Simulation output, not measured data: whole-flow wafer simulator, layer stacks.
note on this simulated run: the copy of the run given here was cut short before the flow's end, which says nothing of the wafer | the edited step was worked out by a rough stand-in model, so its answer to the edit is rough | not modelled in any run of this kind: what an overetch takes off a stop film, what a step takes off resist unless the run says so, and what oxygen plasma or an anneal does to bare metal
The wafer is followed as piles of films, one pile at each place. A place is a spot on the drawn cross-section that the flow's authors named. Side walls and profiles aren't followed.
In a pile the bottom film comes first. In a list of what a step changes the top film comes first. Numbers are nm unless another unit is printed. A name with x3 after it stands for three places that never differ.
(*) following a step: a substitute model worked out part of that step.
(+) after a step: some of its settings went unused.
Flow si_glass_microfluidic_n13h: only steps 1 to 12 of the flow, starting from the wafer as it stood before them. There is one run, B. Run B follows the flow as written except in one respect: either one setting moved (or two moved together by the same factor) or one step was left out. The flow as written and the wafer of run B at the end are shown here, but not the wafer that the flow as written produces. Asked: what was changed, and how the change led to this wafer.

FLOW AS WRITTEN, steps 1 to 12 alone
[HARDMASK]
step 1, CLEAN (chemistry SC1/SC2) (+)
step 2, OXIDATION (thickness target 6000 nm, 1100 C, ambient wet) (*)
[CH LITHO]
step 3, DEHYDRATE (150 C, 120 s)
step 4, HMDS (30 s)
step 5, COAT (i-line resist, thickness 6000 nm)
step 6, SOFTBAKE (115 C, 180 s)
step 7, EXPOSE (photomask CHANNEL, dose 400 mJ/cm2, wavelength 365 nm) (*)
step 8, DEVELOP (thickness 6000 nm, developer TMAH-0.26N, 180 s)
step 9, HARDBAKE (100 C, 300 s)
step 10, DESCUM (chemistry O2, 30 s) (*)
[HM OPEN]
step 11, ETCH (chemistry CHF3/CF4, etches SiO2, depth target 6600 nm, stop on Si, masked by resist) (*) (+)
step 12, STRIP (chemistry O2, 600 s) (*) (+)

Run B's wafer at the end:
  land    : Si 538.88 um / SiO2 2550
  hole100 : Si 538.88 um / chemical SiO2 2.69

The reason: step 2, OXIDATION: thickness target 2550 nm was run, whereas the flow has thickness target 6000 nm.
The wafer lets one read it off: land has SiO2 2550, and step 2 as written asks for 6000 nm.

How this came from the change, step by step:
  step 2, OXIDATION (thickness target 6000 nm, 1100 C, ambient wet) (*)
      land, hole100: +2550 SiO2 (new film), -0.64 chemical SiO2 (all of it), -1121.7 Si (in the flow as written it would be: +6000 SiO2 (new film), -0.64 chemical SiO2 (all of it), -2639.7 Si)
  step 11, ETCH (chemistry CHF3/CF4, etches SiO2, depth target 6600 nm, stop on Si, masked by resist) (*) (+)
      land: -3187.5 i-line resist (in the flow as written it would be: -5500 i-line resist)
      hole100: -2550 SiO2 (all of it) (in the flow as written it would be: -6000 SiO2 (all of it))
  step 12, STRIP (chemistry O2, 600 s) (*) (+)
      land: -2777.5 i-line resist (all of it) (in the flow as written it would be: -465 i-line resist (all of it))
